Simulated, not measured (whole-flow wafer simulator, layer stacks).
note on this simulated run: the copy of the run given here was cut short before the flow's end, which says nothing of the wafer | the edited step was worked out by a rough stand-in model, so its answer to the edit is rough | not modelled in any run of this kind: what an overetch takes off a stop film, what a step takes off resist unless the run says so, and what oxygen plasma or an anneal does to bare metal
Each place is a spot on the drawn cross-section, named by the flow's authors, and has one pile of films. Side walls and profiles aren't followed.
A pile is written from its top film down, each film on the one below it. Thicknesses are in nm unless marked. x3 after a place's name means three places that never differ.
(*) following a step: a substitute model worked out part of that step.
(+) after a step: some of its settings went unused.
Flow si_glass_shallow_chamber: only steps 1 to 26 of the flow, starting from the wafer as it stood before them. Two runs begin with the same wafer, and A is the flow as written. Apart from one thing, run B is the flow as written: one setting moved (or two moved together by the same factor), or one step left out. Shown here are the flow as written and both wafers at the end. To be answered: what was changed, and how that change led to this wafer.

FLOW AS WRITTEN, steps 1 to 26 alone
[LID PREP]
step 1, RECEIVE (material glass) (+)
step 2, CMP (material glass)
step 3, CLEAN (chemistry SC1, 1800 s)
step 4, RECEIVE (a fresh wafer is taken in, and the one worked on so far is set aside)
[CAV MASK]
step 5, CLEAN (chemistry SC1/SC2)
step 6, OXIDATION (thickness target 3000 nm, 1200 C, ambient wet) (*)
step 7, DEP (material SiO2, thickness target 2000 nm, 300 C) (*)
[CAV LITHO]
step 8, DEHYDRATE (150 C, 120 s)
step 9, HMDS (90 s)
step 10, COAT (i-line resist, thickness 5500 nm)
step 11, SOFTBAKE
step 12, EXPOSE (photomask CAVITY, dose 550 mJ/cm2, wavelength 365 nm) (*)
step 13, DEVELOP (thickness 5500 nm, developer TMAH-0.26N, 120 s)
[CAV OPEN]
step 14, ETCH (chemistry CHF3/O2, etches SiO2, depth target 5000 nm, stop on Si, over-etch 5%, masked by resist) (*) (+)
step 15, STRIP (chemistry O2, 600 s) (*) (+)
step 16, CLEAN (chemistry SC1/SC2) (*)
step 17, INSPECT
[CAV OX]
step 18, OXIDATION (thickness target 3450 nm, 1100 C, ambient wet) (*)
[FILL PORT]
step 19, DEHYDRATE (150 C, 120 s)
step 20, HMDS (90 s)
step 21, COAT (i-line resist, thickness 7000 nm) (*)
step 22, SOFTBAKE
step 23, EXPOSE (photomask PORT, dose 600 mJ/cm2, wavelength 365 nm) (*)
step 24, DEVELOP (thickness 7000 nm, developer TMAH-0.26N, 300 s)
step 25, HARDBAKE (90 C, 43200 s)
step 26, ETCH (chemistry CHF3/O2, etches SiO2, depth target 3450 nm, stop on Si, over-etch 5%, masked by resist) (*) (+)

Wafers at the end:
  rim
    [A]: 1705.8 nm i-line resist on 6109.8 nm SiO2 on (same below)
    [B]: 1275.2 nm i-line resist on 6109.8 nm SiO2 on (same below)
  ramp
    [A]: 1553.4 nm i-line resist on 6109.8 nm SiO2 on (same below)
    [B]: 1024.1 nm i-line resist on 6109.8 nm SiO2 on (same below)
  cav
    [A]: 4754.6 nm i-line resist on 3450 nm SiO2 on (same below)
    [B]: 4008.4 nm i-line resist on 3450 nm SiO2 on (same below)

Cause: step 21, COAT: thickness 6300 nm was run, though the flow has thickness 7000 nm.

The path from the change to this, step by step:
  step 21, COAT (i-line resist, thickness 7000 nm) (*)
      rim: A +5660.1 i-line resist (new film) | B +4985.1 i-line resist (new film)
      ramp: A +5087.8 i-line resist (new film) | B +4422 i-line resist (new film)
      (as well as at 4 more places)
  step 22, SOFTBAKE
      port: A +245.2 i-line resist | B -3.29 i-line resist
      rim: A -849 i-line resist | B -619.3 i-line resist
      (as well as at 4 more places)
  step 24, DEVELOP (thickness 7000 nm, developer TMAH-0.26N, 300 s)
      port: A -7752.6 i-line resist (all of it) | B -6798 i-line resist (all of it)
  step 25, HARDBAKE (90 C, 43200 s)
      rim: A -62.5 i-line resist | B -47.8 i-line resist
      ramp: A -57.1 i-line resist | B -40 i-line resist
      (as well as at 3 more places)
